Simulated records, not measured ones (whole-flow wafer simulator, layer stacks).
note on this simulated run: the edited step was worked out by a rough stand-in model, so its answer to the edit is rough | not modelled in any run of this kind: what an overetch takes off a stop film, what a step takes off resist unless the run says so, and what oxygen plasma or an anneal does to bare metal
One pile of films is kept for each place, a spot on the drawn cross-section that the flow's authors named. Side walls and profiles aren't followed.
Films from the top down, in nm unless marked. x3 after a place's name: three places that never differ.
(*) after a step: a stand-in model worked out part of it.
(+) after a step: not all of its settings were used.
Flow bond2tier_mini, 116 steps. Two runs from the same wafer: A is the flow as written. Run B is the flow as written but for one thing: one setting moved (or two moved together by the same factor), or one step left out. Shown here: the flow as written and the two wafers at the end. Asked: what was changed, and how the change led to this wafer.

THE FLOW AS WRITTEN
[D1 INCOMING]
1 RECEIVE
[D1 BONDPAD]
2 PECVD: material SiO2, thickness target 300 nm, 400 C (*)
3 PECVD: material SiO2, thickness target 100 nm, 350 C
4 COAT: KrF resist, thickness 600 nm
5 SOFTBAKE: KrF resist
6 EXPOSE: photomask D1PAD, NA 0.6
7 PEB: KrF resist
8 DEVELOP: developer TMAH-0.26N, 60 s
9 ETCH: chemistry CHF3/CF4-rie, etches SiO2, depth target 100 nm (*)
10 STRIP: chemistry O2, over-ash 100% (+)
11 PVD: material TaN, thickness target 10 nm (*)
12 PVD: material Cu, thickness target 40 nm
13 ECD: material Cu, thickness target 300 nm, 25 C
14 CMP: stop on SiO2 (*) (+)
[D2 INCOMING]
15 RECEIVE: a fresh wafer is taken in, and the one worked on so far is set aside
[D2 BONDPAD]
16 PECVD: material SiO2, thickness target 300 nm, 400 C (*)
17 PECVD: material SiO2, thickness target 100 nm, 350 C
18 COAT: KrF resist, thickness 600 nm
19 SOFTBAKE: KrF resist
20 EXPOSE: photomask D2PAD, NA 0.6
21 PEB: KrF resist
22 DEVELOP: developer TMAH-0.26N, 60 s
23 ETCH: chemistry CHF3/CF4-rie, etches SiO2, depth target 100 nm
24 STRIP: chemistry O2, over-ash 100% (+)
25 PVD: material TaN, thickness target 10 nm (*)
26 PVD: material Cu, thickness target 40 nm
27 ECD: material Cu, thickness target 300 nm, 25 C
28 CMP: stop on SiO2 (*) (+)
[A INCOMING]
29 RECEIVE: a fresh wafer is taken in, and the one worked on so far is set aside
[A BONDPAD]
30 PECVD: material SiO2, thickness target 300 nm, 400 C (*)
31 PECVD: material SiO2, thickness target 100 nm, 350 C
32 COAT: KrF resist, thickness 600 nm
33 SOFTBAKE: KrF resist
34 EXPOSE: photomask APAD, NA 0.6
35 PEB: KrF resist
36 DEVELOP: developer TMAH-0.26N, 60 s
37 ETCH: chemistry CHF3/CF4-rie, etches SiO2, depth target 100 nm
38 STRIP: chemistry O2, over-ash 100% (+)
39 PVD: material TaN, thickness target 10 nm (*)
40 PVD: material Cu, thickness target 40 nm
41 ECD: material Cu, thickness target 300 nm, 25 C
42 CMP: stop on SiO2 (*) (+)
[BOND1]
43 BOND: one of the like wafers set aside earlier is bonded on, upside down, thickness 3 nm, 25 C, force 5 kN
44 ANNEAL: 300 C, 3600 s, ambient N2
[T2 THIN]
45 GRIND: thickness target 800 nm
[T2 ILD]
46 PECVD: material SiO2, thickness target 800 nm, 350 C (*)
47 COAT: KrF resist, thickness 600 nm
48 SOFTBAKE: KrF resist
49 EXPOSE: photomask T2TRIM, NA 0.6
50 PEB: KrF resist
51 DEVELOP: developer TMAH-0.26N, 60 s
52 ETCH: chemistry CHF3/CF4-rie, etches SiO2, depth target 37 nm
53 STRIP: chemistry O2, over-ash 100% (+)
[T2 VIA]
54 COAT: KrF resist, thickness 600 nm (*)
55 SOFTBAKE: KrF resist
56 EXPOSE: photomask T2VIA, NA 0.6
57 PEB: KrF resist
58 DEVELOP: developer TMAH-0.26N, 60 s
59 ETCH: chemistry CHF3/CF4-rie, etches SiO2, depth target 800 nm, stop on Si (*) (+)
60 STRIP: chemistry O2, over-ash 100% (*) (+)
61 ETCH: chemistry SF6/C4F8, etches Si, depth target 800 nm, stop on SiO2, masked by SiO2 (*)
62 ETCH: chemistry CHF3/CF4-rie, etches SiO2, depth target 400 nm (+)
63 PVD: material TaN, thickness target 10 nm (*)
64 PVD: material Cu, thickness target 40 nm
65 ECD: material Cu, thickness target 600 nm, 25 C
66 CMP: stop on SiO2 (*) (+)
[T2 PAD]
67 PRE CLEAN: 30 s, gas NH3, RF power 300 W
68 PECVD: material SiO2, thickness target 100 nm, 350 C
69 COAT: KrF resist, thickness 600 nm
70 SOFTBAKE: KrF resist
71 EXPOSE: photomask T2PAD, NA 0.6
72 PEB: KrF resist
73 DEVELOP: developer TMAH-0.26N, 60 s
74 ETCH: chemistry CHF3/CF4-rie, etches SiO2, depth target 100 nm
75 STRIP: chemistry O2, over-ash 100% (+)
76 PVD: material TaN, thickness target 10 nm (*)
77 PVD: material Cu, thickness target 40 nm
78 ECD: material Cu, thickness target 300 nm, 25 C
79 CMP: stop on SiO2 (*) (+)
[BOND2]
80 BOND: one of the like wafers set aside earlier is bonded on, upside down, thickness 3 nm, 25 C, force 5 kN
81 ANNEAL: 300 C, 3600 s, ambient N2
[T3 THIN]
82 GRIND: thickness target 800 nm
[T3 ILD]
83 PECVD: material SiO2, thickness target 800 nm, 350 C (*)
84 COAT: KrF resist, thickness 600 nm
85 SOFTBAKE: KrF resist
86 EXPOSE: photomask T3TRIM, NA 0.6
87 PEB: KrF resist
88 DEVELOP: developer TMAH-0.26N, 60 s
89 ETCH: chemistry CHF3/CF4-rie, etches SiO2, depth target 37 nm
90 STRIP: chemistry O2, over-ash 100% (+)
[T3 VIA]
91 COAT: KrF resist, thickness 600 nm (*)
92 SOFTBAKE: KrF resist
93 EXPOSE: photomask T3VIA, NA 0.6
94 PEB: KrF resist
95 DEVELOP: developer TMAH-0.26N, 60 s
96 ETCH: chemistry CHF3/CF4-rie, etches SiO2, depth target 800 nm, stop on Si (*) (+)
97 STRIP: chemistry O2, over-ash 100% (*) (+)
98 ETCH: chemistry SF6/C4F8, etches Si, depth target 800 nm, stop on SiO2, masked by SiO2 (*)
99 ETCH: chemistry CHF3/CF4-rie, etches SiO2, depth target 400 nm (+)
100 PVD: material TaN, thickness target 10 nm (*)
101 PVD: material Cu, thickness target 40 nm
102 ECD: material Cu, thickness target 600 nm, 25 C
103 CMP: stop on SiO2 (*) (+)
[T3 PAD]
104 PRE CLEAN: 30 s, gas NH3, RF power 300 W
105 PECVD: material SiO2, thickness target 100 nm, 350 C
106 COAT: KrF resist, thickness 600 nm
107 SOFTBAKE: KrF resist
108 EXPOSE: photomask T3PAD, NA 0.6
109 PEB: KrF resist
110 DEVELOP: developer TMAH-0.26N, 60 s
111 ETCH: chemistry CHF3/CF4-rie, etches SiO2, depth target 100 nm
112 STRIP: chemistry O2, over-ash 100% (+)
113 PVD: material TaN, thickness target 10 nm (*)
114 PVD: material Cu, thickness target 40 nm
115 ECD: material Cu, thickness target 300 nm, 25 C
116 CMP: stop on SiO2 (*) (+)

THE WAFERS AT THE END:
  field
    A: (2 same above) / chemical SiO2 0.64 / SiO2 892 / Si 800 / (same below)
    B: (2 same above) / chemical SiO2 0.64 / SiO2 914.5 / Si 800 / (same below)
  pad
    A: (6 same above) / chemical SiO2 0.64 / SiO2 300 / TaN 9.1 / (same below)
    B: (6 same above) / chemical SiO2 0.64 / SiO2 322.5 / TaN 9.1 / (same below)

The cause: step 16, PECVD: thickness target 322.5 nm was run, where the flow has thickness target 300 nm.
It can be read off the wafer: pad has SiO2 322.5, and step 16 as written asks for 300 nm.

How the change led to this, step by step:
  16 PECVD: material SiO2, thickness target 300 nm, 400 C (*)
      field, pad, via: A SiO2 +300 (new film) | B SiO2 +322.5 (new film)
  80 BOND: one of the like wafers set aside earlier is bonded on, upside down, thickness 3 nm, 25 C, force 5 kN
      field: A Si +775 um (new film), chemical SiO2 +0.64 (new film), SiO2 +400 | B Si +775 um (new film), chemical SiO2 +0.64 (new film), SiO2 +422.5
      pad: A Si +775 um (new film), chemical SiO2 +0.64 (new film), SiO2 +300 (new film), TaN +9.1 (new film), Cu +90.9 | B Si +775 um (new film), chemical SiO2 +0.64 (new film), SiO2 +322.5 (new film), TaN +9.1 (new film), Cu +90.9
